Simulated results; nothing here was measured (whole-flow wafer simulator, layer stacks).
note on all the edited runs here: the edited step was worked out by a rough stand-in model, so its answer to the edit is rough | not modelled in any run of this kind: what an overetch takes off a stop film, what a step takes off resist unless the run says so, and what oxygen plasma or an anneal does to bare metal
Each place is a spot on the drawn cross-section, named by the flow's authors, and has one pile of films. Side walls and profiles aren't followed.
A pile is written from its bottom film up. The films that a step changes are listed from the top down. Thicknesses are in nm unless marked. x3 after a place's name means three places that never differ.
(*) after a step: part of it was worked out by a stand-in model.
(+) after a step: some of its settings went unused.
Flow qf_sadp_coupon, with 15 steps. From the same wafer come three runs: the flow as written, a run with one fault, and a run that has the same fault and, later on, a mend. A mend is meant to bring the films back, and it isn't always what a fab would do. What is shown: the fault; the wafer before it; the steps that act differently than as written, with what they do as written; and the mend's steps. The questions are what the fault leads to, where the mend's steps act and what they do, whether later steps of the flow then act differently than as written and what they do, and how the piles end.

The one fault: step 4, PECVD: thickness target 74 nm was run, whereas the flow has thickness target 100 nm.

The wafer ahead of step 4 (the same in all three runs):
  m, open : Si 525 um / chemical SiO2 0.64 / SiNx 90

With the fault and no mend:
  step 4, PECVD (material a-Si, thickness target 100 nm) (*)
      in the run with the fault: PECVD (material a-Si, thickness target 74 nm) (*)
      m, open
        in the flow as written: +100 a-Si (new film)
        in the run with the fault: +74 a-Si (new film)
  Steps further on in the flow that do not act as written:
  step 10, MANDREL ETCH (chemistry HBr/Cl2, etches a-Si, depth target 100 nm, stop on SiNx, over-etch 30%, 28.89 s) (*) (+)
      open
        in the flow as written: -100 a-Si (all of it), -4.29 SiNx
        in the run with the fault: -74 a-Si (all of it), -8 SiNx
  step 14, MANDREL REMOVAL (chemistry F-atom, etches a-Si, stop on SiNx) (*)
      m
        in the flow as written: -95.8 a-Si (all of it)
        in the run with the fault: -69.8 a-Si (all of it)
  At open, the piles at the end differ from the flow's by more than 2% or 0.5 nm, whichever is larger.
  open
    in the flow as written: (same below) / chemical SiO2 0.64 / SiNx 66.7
    in the run with the fault: (same below) / chemical SiO2 0.64 / SiNx 63

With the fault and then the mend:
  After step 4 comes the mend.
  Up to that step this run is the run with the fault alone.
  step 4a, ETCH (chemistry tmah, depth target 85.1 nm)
      m, open
        -74 a-Si (all of it)
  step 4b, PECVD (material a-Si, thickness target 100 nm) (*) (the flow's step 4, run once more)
      m, open
        +100 a-Si (new film)
  None of the later steps of the flow acts differently than as written at any place that is followed.
  By the end, the piles equal the flow's at every place that both follow.
